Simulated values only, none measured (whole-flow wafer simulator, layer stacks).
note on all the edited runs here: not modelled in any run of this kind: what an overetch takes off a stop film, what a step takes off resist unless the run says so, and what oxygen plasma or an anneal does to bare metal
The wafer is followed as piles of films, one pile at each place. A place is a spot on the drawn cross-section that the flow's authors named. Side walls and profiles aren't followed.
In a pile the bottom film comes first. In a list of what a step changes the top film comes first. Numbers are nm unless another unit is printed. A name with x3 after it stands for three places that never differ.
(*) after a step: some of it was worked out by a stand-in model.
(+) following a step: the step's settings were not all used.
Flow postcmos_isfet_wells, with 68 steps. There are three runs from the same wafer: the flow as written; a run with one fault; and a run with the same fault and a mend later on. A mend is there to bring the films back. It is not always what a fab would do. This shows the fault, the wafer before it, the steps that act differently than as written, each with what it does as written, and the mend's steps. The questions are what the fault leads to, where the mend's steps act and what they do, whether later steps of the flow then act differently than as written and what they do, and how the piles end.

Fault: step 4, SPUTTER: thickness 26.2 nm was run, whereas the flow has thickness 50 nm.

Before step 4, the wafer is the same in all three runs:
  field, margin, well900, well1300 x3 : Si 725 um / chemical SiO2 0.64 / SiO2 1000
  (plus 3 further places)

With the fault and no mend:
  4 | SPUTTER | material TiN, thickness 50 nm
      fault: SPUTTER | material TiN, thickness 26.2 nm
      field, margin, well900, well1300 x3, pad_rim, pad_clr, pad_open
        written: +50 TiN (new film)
        fault: +26.2 TiN (new film)
  Steps later in the flow that act otherwise than as written (1 other step is not shown; it differs only slightly, by no more than 2% or 0.5 nm, whichever is larger):
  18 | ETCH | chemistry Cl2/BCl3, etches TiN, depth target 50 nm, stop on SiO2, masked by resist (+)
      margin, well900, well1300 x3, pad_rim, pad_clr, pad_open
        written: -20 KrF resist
        fault: -15.7 KrF resist
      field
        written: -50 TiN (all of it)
        fault: -26.2 TiN (all of it)
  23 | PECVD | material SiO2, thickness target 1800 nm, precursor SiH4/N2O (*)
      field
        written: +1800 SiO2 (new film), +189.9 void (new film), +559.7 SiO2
        fault: +1800 SiO2 (new film), +172 void (new film), +553.7 SiO2
  By the end, the piles at field, margin, well900, well1300 x3, pad_rim, pad_clr, pad_open depart from the flow's by more than 2% or 0.5 nm, whichever is larger.
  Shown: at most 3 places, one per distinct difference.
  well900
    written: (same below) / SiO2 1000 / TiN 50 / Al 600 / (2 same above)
    fault: (same below) / SiO2 1000 / TiN 26.2 / Al 600 / (2 same above)
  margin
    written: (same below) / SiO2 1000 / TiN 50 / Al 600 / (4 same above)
    fault: (same below) / SiO2 1000 / TiN 26.2 / Al 600 / (4 same above)
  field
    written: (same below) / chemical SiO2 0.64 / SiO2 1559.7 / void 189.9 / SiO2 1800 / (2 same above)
    fault: (same below) / chemical SiO2 0.64 / SiO2 1553.7 / void 172 / SiO2 1800 / (2 same above)

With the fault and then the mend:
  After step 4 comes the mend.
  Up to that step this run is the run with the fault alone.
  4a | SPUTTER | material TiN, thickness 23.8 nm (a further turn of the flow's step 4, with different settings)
      field, margin, well900, well1300 x3, pad_rim, pad_clr, pad_open
        +23.8 TiN
  Every later step of the flow that is run acts as written at every place that is followed.
  At every place that both follow, the piles at the end match the flow's.
